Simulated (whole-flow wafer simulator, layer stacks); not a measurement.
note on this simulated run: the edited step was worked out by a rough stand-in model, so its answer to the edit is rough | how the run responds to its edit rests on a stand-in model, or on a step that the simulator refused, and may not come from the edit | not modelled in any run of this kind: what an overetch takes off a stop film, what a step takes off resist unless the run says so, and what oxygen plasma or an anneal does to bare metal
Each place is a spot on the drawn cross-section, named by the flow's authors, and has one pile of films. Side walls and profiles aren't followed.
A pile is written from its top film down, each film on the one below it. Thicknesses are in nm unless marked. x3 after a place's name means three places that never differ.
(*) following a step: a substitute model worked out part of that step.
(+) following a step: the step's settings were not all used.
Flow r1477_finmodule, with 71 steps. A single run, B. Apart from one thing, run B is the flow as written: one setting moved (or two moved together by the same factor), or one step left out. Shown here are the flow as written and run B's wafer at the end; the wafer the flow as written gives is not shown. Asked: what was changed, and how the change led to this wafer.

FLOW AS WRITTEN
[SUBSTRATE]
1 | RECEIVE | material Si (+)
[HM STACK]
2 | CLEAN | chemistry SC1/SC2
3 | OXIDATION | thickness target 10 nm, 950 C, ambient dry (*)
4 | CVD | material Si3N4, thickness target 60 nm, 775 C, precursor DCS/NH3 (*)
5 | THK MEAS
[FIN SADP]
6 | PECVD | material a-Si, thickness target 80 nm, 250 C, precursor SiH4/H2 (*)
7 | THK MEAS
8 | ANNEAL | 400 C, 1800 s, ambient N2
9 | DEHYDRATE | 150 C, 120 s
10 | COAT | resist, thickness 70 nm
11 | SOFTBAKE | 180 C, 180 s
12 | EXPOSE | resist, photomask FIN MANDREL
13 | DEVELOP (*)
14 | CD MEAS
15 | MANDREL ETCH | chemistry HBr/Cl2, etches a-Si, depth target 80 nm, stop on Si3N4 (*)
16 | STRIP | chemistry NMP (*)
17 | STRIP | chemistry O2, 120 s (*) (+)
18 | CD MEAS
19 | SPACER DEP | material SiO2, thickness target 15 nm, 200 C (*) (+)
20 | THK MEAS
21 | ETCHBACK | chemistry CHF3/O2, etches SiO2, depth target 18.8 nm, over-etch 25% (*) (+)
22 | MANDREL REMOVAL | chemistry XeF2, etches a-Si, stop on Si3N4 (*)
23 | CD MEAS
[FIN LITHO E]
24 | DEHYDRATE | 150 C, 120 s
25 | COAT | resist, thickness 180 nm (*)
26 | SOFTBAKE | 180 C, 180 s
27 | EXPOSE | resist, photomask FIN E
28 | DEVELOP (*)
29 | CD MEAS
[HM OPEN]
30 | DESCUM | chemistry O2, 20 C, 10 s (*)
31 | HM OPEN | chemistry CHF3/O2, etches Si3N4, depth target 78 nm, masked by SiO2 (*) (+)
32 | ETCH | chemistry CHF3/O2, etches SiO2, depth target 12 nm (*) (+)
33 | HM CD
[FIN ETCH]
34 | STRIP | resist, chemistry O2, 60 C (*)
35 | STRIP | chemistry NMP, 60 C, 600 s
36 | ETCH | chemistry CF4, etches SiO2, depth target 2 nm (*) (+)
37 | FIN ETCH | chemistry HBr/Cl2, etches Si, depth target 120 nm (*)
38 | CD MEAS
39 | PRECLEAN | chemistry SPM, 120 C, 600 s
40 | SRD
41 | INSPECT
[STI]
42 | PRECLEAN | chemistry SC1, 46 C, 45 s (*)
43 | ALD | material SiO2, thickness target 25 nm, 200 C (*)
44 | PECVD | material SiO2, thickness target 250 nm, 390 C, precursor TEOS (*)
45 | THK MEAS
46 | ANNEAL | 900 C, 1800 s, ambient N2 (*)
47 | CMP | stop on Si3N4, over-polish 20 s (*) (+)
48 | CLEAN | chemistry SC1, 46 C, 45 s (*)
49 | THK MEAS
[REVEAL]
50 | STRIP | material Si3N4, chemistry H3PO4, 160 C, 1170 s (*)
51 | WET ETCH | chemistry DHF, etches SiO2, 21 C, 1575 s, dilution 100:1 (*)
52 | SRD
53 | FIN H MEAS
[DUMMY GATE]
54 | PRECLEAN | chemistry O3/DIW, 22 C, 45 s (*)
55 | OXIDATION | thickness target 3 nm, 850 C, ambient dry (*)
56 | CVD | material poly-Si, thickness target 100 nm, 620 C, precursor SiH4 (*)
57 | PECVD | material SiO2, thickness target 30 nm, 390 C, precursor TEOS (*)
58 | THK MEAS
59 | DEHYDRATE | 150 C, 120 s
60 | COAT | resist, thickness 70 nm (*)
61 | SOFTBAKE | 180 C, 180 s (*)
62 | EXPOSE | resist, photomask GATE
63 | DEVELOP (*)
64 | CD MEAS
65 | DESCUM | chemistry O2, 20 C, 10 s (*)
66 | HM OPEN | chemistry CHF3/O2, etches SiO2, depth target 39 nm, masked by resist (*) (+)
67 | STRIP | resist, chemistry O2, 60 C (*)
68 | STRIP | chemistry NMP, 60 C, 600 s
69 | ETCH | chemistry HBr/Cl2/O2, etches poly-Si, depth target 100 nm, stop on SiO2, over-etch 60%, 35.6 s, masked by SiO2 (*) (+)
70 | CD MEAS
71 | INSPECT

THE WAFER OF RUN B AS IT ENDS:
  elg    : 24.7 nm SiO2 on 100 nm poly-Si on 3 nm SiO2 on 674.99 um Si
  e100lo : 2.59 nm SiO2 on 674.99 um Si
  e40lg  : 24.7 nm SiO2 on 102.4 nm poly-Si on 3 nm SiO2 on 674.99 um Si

What caused this: step 4, CVD: thickness target 88.5 nm was run, though the flow has thickness target 60 nm.

The path from the change to this, step by step:
  4 | CVD | material Si3N4, thickness target 60 nm, 775 C, precursor DCS/NH3 (*)
      pad, padg, elg and 33 more: +88.5 Si3N4 (new film) (it would be, as written: +60 Si3N4 (new film))
  31 | HM OPEN | chemistry CHF3/O2, etches Si3N4, depth target 78 nm, masked by SiO2 (*) (+)
      pad, padg, esg and 13 more: -78 Si3N4 (it would be, as written: -56.4 Si3N4 (all of it), -10 SiO2 (all of it))
      s40cg, s45cg, s50cg, s40co, s45co, s50co: -78 Si3N4 (it would be, as written: -60 Si3N4 (all of it), -9 SiO2)
  32 | ETCH | chemistry CHF3/O2, etches SiO2, depth target 12 nm (*) (+)
      pad, padg, e40sg and 11 more: -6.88 Si3N4 (all of it), -4.78 SiO2 (it would be, as written: -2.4 Si)
      esg, eso: -6.88 Si3N4 (all of it), -4.78 SiO2 (it would be, as written: -1.77 Si)
      (also at 6 further places)
  34 | STRIP | resist, chemistry O2, 60 C (*)
      pad, padg, esg and 19 more: nothing (it would be, as written: +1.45 chemical SiO2 (new film), -0.64 Si)
  36 | ETCH | chemistry CF4, etches SiO2, depth target 2 nm (*) (+)
      pad, padg, esg and 13 more: -2 SiO2 (it would be, as written: -1.45 chemical SiO2 (all of it), -0.46 Si)
      s40cg, s40co: -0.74 Si3N4 (all of it), -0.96 SiO2 (it would be, as written: -1.45 chemical SiO2 (all of it), -0.46 Si)
      (also at 4 further places)
  37 | FIN ETCH | chemistry HBr/Cl2, etches Si, depth target 120 nm (*)
      pad, padg, esg and 19 more: nothing (it would be, as written: -120 Si)
      elg, e40lg, e100lg, e200lg, elo, e40lo, e100lo, e200lo: nothing (it would be, as written: -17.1 Si3N4)
      (also at 6 further places)
  39 | PRECLEAN | chemistry SPM, 120 C, 600 s
      pad, padg, esg and 19 more: nothing (it would be, as written: +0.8 chemical SiO2 (new film), -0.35 Si)
  43 | ALD | material SiO2, thickness target 25 nm, 200 C (*)
      pad, padg, e40sg and 12 more: +25 SiO2 (it would be, as written: +25 SiO2 (new film))
      s40cg, s40co: +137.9 SiO2 (it would be, as written: +232.1 SiO2 (new film))
      (also at 5 further places)
  47 | CMP | stop on Si3N4, over-polish 20 s (*) (+)
      elg, e40lg, e100lg, e200lg, elo, e40lo, e100lo, e200lo: -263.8 SiO2 (all of it), -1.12 Si3N4 (it would be, as written: -241.6 SiO2)
      pad, padg, e40sg and 11 more: -175.7 SiO2 (it would be, as written: -71.8 SiO2)
      (also at 14 further places)
  50 | STRIP | material Si3N4, chemistry H3PO4, 160 C, 1170 s (*)
      elg, e40lg, e100lg, e200lg, elo, e40lo, e100lo, e200lo: -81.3 Si3N4 (all of it), -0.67 SiO2 (it would be, as written: -4.28 SiO2)
      s40sg_line, s45sg_line, s50sg_line, s40so_line, s45so_line, s50so_line: -81.3 Si3N4 (all of it), -0.67 SiO2 (it would be, as written: -58.9 Si3N4 (all of it), -1.37 SiO2)
  51 | WET ETCH | chemistry DHF, etches SiO2, 21 C, 1575 s, dilution 100:1 (*)
      elg, e40lg, e100lg, e200lg, elo, e40lo, e100lo, e200lo: -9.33 SiO2 (all of it) (it would be, as written: -17.8 SiO2 (all of it), -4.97 Si3N4)
      pad, padg, e40sg and 11 more: -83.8 SiO2 (it would be, as written: -85.7 SiO2)
      (also at 7 further places)
  54 | PRECLEAN | chemistry O3/DIW, 22 C, 45 s (*)
      elg, e40lg, e100lg, e200lg, elo, e40lo, e100lo, e200lo: +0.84 chemical SiO2 (new film), -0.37 Si (it would be, as written: nothing)
  55 | OXIDATION | thickness target 3 nm, 850 C, ambient dry (*)
      pad, padg, e40sg and 12 more: +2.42 SiO2, -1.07 Si (it would be, as written: +1.21 SiO2, -0.74 chemical SiO2 (all of it), -0.21 Si)
      elg, e40lg, e100lg, e200lg, elo, e40lo, e100lo, e200lo: +3 SiO2 (new film), -0.84 chemical SiO2 (all of it), -0.95 Si (it would be, as written: nothing)
      (also at 7 further places)
  56 | CVD | material poly-Si, thickness target 100 nm, 620 C, precursor SiH4 (*)
      s40sg_line, s45sg_line, s50sg_line, s40so_line, s45so_line, s50so_line: +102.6 poly-Si (new film) (it would be, as written: +100 poly-Si (new film))
      e40lg, e40lo: +102.4 poly-Si (new film) (it would be, as written: +100 poly-Si (new film))
      (also at 7 further places)
  60 | COAT | resist, thickness 70 nm (*)
      e40lg, e40lo: +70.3 resist (new film) (it would be, as written: +66.9 resist (new film))
      e40sg, e40so: +69.7 resist (new film) (it would be, as written: +129.5 resist (new film))
      (also at 29 further places)
  63 | DEVELOP (*)
      elo: -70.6 resist (all of it) (it would be, as written: -66.9 resist (all of it))
      eso: -69.5 resist (all of it) (it would be, as written: -129.5 resist (all of it))
      (also at 15 further places)
  ... 1 other step ...
  69 | ETCH | chemistry HBr/Cl2/O2, etches poly-Si, depth target 100 nm, stop on SiO2, over-etch 60%, 35.6 s, masked by SiO2 (*) (+)
      e40lo: -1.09 chemical SiO2 (all of it), -100.1 poly-Si (all of it), -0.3 SiO2 (it would be, as written: -1.46 chemical SiO2 (all of it), -97.6 poly-Si (all of it), -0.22 Si3N4)
      s40so_line, s45so_line, s50so_line: -1.09 chemical SiO2 (all of it), -100.3 poly-Si (all of it), -0.3 SiO2 (it would be, as written: -1.46 chemical SiO2 (all of it), -97.6 poly-Si (all of it), -0.42 SiO2)
      (also at 3 further places)
